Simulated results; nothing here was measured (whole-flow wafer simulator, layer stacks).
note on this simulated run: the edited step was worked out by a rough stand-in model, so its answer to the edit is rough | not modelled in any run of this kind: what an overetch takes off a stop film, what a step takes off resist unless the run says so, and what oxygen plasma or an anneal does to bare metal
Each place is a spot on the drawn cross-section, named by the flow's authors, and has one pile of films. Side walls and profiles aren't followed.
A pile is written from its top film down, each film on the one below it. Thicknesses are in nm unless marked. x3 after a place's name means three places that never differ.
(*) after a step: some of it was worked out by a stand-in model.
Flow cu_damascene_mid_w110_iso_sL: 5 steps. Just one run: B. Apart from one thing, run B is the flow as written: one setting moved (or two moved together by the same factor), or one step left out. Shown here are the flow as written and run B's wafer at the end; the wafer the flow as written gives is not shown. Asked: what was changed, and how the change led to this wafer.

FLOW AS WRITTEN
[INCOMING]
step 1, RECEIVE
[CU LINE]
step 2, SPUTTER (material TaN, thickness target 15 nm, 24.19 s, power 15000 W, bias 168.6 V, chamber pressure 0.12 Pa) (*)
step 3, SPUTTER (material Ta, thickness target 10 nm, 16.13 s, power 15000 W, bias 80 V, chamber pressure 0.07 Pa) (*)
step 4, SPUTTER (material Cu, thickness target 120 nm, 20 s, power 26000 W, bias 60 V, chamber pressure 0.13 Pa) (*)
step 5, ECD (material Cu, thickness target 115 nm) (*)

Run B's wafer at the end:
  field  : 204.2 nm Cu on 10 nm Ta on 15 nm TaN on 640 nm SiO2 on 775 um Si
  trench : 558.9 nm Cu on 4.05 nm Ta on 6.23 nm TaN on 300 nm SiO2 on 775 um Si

The reason: step 5, ECD: thickness target 84.2 nm was run, while the flow as written has thickness target 115 nm.

Step by step, how the change led to this:
  step 5, ECD (material Cu, thickness target 115 nm) (*)
      field: +84.2 Cu (it would be, as written: +115 Cu)
      trench: +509 Cu (it would be, as written: +539.8 Cu)
